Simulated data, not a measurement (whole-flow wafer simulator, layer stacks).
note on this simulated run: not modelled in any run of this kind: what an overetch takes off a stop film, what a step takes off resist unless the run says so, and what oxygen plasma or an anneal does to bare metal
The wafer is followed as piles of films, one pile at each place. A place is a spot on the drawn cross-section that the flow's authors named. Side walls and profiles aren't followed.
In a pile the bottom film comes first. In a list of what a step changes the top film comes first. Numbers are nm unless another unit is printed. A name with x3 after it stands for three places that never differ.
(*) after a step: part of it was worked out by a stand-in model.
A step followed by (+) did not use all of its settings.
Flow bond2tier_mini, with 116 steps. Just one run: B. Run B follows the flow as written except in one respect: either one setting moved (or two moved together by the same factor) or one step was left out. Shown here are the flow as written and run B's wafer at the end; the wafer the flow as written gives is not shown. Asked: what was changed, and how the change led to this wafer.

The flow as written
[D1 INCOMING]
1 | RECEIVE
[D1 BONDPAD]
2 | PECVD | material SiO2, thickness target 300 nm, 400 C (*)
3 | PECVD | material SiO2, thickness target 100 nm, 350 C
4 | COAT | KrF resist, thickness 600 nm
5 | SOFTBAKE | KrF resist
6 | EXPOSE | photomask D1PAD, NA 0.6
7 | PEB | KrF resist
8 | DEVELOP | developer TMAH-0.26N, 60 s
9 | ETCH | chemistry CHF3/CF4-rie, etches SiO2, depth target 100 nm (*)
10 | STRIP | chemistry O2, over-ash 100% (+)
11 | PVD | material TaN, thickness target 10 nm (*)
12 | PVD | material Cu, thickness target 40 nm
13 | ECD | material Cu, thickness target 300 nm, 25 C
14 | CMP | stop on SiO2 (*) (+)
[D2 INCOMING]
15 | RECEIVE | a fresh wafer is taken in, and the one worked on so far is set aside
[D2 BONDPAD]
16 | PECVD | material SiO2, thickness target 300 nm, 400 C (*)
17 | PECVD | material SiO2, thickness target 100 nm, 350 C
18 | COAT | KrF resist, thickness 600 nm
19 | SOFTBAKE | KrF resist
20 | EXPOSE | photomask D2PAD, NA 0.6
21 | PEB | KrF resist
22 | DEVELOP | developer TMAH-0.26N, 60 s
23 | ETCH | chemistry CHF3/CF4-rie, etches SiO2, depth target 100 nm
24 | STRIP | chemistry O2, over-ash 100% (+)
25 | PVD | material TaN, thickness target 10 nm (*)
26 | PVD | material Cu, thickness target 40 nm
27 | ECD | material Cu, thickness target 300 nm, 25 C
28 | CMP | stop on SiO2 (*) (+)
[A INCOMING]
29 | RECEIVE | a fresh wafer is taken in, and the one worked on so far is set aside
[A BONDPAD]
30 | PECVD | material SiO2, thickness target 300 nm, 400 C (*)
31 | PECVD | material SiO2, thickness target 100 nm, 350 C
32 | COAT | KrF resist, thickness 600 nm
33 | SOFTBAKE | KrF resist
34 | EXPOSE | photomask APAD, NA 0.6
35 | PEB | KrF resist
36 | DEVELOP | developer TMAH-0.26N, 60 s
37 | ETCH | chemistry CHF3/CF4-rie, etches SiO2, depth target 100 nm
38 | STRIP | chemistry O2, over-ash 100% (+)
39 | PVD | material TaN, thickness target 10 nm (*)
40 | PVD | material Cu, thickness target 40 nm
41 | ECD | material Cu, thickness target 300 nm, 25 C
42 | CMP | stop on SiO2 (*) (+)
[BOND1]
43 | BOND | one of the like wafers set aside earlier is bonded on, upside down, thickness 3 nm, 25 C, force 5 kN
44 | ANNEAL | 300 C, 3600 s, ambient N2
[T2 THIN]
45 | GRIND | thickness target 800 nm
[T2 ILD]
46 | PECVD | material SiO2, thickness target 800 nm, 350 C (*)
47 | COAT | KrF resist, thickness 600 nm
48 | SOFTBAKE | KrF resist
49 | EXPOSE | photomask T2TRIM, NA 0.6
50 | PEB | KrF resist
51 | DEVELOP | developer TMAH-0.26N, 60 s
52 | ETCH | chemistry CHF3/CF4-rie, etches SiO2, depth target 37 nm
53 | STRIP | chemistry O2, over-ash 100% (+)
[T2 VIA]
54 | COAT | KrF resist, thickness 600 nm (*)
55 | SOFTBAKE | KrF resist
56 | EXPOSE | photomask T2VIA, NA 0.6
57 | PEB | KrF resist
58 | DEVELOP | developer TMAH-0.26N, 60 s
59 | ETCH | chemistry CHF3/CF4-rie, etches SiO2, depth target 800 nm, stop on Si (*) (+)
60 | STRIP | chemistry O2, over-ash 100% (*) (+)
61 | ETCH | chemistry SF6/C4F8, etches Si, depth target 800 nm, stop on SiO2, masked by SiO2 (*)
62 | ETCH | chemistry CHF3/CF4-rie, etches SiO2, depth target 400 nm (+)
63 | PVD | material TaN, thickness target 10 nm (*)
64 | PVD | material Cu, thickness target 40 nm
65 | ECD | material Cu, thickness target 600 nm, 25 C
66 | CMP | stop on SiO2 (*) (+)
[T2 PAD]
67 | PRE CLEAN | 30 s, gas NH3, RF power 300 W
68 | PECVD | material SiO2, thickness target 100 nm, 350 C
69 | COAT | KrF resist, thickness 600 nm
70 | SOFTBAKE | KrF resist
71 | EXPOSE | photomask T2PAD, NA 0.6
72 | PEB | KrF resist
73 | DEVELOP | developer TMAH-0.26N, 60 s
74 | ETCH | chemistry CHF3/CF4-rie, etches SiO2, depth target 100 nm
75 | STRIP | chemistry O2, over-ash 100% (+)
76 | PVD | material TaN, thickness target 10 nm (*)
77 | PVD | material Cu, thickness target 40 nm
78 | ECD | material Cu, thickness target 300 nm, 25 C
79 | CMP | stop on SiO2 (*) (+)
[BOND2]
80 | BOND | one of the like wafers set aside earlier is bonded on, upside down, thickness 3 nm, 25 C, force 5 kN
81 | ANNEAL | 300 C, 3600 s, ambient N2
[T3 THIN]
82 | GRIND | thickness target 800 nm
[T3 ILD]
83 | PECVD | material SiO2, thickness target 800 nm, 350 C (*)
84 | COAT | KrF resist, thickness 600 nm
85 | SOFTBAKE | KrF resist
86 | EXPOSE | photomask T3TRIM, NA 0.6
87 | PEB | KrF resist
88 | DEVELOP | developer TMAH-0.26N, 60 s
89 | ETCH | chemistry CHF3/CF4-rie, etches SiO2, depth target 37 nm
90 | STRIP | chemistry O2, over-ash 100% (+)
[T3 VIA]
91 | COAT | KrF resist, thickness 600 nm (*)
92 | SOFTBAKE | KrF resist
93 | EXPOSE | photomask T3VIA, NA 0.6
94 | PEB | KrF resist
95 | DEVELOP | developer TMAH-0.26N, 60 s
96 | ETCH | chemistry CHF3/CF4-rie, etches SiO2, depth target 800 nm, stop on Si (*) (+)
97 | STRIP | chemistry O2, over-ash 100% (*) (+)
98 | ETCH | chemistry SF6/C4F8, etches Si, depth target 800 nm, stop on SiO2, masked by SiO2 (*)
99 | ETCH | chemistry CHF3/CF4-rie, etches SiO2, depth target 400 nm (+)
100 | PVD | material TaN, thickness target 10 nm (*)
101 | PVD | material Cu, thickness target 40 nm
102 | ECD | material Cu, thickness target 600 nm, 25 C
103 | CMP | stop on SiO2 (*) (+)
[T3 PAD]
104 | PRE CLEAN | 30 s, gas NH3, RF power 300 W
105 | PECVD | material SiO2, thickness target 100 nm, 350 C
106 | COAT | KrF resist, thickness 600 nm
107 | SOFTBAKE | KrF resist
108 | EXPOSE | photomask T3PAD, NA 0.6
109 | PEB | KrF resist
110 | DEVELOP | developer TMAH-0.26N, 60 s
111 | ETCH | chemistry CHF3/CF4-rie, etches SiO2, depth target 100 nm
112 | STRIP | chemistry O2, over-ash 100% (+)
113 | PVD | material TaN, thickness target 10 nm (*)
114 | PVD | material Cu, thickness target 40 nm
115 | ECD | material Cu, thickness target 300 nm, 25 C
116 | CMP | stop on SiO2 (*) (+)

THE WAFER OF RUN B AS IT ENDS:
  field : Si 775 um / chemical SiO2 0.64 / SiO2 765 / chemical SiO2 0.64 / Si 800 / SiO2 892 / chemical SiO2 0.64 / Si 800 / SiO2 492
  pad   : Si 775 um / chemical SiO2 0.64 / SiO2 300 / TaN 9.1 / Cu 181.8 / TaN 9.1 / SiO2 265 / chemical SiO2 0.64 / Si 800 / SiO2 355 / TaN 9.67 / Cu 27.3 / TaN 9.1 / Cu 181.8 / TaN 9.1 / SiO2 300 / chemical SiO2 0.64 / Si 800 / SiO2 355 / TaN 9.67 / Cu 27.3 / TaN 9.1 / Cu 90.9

Cause: step 3, PECVD: thickness target 65 nm was run, while the flow as written has thickness target 100 nm.

Step by step, how the change led to this:
  3 | PECVD | material SiO2, thickness target 100 nm, 350 C
      field, pad, via: SiO2 gains 65 (it would be, as written: SiO2 gains 100)
  43 | BOND | one of the like wafers set aside earlier is bonded on, upside down, thickness 3 nm, 25 C, force 5 kN
      field: Si gains 775 um (new film), chemical SiO2 gains 0.64 (new film), SiO2 gains 365 (it would be, as written: Si gains 775 um (new film), chemical SiO2 gains 0.64 (new film), SiO2 gains 400)
      pad: Si gains 775 um (new film), chemical SiO2 gains 0.64 (new film), SiO2 gains 265 (new film), TaN gains 9.1 (new film), Cu gains 90.9 (it would be, as written: Si gains 775 um (new film), chemical SiO2 gains 0.64 (new film), SiO2 gains 300 (new film), TaN gains 9.1 (new film), Cu gains 90.9)
      (as well as at 1 more place)
